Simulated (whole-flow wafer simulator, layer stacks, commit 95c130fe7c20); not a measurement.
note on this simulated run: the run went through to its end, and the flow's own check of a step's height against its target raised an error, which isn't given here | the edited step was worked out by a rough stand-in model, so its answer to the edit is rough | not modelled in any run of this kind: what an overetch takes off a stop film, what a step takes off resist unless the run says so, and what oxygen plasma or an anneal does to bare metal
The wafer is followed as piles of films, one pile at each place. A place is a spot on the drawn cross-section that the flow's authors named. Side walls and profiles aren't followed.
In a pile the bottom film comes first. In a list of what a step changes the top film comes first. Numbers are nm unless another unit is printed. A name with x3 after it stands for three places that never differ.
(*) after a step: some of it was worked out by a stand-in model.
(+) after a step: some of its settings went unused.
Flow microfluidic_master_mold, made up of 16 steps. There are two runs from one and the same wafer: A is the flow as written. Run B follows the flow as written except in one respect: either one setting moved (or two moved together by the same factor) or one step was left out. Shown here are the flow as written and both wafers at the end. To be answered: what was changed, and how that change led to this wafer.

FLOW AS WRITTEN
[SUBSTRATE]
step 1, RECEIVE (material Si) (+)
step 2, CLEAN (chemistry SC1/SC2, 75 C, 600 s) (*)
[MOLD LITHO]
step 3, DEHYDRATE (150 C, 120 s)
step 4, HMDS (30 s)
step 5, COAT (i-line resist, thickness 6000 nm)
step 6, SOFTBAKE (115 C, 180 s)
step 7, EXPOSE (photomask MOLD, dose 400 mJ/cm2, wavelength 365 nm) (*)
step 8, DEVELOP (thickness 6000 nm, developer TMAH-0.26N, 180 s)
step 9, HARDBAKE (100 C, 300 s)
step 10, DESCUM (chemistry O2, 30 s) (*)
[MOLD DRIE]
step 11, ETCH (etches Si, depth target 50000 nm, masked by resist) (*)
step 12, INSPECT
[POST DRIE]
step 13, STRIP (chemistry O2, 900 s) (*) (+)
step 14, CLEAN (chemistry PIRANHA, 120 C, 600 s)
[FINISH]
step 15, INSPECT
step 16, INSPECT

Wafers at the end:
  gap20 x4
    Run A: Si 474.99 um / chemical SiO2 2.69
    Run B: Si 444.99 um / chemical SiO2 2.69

What caused this: step 11, ETCH: depth target 80000 nm was run, whereas the flow has depth target 50000 nm.

How this came from the change, step by step:
  step 11, ETCH (etches Si, depth target 50000 nm, masked by resist) (*)
      gap20 x4: A chemical SiO2 loses 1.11 (all of it), Si loses 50 um | B chemical SiO2 loses 1.11 (all of it), Si loses 80 um
      ridge: A i-line resist loses 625 | B i-line resist loses 1000
  step 13, STRIP (chemistry O2, 900 s) (*) (+)
      ridge: A i-line resist loses 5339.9 (all of it), chemical SiO2 gains 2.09, Si loses 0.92 | B i-line resist loses 4964.9 (all of it), chemical SiO2 gains 2.09, Si loses 0.92
